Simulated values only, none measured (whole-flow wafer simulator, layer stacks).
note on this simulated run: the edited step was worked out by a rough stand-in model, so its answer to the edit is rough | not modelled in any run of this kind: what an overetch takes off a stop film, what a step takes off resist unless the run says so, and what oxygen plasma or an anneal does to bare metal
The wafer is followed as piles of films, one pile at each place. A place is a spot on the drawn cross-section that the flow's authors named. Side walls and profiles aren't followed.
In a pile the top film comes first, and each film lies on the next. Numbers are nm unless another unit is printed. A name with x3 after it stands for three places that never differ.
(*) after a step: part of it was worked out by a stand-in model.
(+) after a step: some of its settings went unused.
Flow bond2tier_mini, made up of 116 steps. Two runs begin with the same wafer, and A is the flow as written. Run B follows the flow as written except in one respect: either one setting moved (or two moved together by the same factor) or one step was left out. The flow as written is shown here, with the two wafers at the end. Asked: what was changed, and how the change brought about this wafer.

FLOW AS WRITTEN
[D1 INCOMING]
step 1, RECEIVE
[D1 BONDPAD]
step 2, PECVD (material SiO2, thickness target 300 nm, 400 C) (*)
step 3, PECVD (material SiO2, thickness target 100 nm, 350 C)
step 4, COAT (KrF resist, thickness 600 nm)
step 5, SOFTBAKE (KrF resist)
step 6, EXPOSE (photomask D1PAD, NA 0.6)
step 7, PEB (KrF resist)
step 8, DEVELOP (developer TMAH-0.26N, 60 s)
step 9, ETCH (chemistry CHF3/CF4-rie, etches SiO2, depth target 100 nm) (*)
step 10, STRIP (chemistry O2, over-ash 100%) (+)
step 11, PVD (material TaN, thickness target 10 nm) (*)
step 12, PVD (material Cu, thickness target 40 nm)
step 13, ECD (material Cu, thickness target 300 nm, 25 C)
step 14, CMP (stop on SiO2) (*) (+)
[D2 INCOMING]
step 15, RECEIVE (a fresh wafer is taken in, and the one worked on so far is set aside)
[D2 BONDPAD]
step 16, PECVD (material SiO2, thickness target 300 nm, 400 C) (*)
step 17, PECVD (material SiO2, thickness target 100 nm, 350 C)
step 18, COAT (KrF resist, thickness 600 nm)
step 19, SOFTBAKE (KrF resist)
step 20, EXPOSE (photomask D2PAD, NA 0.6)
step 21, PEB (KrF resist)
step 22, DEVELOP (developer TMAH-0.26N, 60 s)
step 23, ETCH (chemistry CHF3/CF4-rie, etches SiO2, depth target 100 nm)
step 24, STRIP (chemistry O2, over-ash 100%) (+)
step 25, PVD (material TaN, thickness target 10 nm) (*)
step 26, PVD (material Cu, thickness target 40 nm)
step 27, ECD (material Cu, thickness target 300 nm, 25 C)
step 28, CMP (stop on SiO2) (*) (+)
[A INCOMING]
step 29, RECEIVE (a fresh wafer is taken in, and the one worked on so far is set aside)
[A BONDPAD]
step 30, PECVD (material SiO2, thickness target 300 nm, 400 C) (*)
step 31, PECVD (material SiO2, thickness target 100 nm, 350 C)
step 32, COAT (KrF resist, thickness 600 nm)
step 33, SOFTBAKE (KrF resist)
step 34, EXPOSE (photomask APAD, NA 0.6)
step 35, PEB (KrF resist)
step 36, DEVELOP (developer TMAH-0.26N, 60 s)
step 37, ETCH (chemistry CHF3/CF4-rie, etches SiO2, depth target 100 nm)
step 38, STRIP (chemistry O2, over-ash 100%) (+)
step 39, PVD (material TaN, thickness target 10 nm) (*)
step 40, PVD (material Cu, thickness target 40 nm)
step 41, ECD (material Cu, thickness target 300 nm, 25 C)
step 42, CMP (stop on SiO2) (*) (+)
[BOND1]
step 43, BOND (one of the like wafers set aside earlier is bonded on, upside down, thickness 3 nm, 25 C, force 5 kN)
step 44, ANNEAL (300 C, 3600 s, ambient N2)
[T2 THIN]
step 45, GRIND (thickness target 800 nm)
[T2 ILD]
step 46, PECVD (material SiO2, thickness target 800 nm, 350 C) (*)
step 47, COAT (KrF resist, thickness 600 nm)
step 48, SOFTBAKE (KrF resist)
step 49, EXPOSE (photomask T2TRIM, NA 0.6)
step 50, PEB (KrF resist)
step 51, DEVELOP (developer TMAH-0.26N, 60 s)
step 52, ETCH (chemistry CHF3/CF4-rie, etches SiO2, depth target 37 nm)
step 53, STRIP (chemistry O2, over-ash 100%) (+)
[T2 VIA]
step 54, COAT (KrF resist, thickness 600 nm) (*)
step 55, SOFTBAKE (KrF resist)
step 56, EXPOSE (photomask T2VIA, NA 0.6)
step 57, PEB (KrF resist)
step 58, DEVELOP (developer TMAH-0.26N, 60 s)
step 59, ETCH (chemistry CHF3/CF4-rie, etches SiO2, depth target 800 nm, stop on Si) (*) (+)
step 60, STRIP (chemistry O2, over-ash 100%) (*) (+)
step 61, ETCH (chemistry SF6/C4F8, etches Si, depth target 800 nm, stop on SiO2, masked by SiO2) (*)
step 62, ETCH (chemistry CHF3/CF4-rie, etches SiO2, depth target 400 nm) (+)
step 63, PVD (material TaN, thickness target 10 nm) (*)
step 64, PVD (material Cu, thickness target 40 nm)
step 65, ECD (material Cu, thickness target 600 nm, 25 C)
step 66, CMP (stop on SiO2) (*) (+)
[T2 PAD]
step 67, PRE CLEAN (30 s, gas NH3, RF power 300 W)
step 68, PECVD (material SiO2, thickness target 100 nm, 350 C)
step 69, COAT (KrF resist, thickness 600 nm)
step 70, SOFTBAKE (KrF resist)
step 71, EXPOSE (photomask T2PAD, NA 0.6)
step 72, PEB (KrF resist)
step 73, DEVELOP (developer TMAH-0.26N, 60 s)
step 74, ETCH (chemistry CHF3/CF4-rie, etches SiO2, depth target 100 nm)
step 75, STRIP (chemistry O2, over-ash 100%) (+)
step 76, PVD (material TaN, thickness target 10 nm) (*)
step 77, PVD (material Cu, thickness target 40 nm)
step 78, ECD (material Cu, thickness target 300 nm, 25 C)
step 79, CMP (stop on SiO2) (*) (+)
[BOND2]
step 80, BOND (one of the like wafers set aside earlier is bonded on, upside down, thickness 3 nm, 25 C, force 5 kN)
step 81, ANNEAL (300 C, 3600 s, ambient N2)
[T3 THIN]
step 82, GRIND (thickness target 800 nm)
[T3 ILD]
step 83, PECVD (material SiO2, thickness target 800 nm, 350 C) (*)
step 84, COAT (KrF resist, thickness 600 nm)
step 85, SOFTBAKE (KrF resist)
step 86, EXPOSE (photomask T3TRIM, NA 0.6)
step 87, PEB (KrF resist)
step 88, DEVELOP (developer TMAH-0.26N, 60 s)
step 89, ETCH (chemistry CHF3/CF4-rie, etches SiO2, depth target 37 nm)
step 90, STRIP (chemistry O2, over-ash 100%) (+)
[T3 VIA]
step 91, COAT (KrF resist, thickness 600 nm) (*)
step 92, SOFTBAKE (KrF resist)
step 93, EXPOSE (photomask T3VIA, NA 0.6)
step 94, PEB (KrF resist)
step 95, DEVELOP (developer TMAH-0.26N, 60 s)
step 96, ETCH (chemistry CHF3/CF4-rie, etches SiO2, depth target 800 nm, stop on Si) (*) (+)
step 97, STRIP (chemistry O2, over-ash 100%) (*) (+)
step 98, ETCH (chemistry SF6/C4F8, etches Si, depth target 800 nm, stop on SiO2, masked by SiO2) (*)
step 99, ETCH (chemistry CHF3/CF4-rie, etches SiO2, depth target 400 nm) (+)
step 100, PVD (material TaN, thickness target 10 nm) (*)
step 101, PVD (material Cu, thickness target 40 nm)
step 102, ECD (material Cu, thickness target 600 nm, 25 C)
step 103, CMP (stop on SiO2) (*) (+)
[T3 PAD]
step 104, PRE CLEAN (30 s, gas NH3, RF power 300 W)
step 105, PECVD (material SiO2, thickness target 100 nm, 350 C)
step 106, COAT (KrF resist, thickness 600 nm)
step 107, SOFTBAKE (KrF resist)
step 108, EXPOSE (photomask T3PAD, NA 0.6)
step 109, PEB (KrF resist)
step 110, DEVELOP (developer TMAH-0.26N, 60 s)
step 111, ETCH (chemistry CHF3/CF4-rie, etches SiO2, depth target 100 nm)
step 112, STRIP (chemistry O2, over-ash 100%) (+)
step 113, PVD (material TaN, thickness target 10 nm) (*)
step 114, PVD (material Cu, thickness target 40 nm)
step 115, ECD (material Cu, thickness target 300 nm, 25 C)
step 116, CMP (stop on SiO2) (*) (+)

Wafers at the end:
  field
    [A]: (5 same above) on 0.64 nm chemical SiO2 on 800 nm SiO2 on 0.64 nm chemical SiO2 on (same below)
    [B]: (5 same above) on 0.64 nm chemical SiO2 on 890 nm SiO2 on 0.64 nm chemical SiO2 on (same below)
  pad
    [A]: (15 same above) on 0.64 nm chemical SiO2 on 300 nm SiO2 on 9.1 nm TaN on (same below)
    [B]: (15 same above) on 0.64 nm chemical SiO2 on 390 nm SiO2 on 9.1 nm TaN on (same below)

The reason: step 2, PECVD: thickness target 390 nm was run, though the flow has thickness target 300 nm.
The wafer itself shows it: pad has SiO2 390, and step 2 as written asks for 300 nm.

Step by step, how the change led to this:
  step 2, PECVD (material SiO2, thickness target 300 nm, 400 C) (*)
      field, pad, via: A +300 SiO2 (new film) | B +390 SiO2 (new film)
  step 43, BOND (one of the like wafers set aside earlier is bonded on, upside down, thickness 3 nm, 25 C, force 5 kN)
      field: A +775 um Si (new film), +0.64 chemical SiO2 (new film), +400 SiO2 | B +775 um Si (new film), +0.64 chemical SiO2 (new film), +490 SiO2
      pad: A +775 um Si (new film), +0.64 chemical SiO2 (new film), +300 SiO2 (new film), +9.1 TaN (new film), +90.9 Cu | B +775 um Si (new film), +0.64 chemical SiO2 (new film), +390 SiO2 (new film), +9.1 TaN (new film), +90.9 Cu
      (also at 1 further place)
